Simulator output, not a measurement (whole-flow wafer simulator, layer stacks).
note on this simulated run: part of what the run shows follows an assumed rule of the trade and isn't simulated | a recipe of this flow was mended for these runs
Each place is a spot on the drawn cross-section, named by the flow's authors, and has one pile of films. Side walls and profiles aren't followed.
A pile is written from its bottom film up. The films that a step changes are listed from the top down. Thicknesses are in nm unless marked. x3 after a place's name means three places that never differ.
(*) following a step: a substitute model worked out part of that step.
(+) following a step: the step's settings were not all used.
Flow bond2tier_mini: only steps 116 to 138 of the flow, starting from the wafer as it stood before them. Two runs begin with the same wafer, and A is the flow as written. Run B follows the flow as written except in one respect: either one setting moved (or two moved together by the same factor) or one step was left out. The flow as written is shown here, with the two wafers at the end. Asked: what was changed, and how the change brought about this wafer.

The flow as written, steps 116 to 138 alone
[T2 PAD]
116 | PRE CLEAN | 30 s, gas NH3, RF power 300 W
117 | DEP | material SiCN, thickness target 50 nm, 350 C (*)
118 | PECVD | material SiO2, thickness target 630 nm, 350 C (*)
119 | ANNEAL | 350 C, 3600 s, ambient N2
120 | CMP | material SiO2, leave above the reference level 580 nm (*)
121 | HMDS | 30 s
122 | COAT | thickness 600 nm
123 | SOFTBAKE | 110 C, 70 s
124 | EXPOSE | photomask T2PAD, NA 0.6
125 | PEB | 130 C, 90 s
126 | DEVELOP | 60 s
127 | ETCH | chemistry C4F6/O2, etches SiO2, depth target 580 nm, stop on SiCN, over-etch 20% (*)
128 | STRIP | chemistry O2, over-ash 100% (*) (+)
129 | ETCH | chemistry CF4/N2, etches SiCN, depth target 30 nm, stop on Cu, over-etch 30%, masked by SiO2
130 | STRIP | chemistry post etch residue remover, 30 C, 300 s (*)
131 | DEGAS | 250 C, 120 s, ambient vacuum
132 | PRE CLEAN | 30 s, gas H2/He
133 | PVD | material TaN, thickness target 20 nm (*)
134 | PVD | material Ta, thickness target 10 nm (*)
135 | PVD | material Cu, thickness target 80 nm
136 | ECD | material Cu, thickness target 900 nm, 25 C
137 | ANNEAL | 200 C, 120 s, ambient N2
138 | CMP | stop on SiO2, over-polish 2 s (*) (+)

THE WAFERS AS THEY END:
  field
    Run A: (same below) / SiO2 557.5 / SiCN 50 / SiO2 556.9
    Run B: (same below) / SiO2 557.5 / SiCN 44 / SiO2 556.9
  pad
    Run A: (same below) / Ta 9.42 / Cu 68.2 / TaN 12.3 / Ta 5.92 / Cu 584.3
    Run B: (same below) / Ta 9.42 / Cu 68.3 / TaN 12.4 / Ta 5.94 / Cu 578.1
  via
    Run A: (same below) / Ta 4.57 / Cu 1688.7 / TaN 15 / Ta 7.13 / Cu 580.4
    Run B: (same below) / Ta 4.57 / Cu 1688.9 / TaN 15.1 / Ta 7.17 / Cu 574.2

What caused this: step 117, DEP: thickness target 44 nm was run, though the flow has thickness target 50 nm; step 127, ETCH: depth target 510.4 nm was run, where the flow has depth target 580 nm.
The wafer itself shows it: field has SiCN 44, and step 117 as written asks for 50 nm.

Step by step, how the change led to this:
  117 | DEP | material SiCN, thickness target 50 nm, 350 C (*)
      field, pad, via: A SiCN gains 50 (new film) | B SiCN gains 44 (new film)
  127 | ETCH | chemistry C4F6/O2, etches SiO2, depth target 580 nm, stop on SiCN, over-etch 20% (*)
      pad, via: A SiO2 loses 580 (all of it), SiCN loses 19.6 | B SiO2 loses 580 (all of it), SiCN loses 5.48
      field: A thick-KrF-resist loses 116 | B thick-KrF-resist loses 102.1
  128 | STRIP | chemistry O2, over-ash 100% (*) (+)
      field: A thick-KrF-resist loses 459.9 (all of it) | B thick-KrF-resist loses 473.9 (all of it)
  129 | ETCH | chemistry CF4/N2, etches SiCN, depth target 30 nm, stop on Cu, over-etch 30%, masked by SiO2
      pad: A SiCN loses 30.4 (all of it), Cu loses 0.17 | B SiCN loses 38.5 (all of it)
      via: A SiCN loses 30.4 (all of it), Cu loses 0.17 | B SiCN loses 38.5 (all of it), Cu loses 0.01
